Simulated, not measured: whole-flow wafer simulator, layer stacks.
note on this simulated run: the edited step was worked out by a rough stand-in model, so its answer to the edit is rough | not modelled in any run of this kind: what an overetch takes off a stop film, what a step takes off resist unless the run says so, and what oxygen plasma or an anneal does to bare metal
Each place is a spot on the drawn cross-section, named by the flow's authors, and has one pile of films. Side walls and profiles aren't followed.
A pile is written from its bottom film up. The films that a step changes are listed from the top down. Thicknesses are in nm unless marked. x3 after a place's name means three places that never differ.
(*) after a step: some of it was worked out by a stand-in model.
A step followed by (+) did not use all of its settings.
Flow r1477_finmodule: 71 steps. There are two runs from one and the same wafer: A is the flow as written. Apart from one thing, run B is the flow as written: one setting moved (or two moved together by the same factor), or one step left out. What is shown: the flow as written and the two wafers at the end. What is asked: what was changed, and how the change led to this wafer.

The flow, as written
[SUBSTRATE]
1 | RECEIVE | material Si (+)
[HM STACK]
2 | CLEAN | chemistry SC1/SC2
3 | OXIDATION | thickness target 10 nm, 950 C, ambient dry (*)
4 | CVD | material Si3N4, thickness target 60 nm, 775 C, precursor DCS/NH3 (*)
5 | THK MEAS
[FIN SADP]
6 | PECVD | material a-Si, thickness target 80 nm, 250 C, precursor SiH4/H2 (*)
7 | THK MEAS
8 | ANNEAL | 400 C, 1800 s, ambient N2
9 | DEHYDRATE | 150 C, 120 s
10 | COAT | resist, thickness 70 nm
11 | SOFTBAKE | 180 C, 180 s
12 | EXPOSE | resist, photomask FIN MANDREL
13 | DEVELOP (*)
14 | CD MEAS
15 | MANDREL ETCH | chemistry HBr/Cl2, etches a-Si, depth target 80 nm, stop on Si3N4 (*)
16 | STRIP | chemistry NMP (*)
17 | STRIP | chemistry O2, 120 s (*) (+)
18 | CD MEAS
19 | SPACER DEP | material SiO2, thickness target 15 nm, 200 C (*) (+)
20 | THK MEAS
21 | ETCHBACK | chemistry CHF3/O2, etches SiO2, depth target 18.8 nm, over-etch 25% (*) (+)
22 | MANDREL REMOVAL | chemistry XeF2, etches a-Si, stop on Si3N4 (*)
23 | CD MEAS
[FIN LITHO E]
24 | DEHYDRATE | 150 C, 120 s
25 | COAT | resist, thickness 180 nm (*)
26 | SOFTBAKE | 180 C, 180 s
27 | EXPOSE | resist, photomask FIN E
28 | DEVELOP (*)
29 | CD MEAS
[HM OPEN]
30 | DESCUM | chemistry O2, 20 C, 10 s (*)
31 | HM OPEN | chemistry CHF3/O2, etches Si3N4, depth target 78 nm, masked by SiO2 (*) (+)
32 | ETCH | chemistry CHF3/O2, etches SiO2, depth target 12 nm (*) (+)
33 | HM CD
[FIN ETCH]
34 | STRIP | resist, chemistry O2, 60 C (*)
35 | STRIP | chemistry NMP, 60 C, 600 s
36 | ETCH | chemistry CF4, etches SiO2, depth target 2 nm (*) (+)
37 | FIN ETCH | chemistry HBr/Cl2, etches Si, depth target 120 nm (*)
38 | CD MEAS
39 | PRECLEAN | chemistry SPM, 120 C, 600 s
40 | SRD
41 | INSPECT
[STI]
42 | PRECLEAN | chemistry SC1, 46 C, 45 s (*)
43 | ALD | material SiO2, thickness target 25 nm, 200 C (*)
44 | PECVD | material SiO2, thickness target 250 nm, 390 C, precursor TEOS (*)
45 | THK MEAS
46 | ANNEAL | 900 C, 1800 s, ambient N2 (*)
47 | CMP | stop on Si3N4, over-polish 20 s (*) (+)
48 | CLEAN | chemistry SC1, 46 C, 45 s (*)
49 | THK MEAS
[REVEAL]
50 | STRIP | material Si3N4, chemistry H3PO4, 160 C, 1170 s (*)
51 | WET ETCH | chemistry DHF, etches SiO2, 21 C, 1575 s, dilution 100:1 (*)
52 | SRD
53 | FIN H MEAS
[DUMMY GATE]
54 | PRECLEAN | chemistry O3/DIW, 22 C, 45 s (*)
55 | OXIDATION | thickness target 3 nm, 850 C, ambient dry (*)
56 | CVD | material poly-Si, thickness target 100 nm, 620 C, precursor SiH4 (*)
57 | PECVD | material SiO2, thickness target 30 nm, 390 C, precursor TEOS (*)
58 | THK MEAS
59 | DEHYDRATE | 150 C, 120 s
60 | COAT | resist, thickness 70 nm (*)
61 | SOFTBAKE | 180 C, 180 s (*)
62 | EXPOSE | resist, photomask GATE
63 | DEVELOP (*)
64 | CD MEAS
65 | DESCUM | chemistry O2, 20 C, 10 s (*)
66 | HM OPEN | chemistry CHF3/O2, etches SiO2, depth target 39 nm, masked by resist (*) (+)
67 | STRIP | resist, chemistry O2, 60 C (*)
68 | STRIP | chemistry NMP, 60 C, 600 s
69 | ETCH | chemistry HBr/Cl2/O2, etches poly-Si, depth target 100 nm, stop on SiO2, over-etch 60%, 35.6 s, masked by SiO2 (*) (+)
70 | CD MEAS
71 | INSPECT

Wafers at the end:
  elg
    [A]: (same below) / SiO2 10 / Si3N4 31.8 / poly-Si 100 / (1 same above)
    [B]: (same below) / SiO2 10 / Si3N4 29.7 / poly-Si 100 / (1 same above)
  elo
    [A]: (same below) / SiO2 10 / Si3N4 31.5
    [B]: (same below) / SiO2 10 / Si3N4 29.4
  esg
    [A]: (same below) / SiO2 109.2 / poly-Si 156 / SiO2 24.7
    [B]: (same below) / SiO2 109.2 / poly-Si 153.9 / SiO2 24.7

The reason: step 21, ETCHBACK: depth target 21.2 nm was run, though the flow has depth target 18.8 nm.

How this came from the change, step by step:
  21 | ETCHBACK | chemistry CHF3/O2, etches SiO2, depth target 18.8 nm, over-etch 25% (*) (+)
      pad, padg, elg and 21 more: A SiO2 loses 15 (all of it), Si3N4 loses 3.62 | B SiO2 loses 15 (all of it), Si3N4 loses 5.9
      s40sg_line, s45sg_line, s50sg_line, s40so_line, s45so_line, s50so_line: A SiO2 gains 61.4 | B SiO2 gains 59
  31 | HM OPEN | chemistry CHF3/O2, etches Si3N4, depth target 78 nm, masked by SiO2 (*) (+)
      pad, padg, esg and 13 more: A Si3N4 loses 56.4 (all of it), SiO2 loses 10 (all of it) | B Si3N4 loses 54.1 (all of it), SiO2 loses 10 (all of it)
  51 | WET ETCH | chemistry DHF, etches SiO2, 21 C, 1575 s, dilution 100:1 (*)
      elg, e40lg, e100lg, e200lg, elo, e40lo, e100lo, e200lo: A SiO2 loses 17.8 (all of it), Si3N4 loses 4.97 | B SiO2 loses 20.1 (all of it), Si3N4 loses 4.78
  67 | STRIP | resist, chemistry O2, 60 C (*)
      e40sg: A resist loses 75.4 (all of it) | B resist loses 73.4 (all of it)
      e100sg: A resist loses 75.3 (all of it) | B resist loses 73.3 (all of it)
      (also at 1 further place)
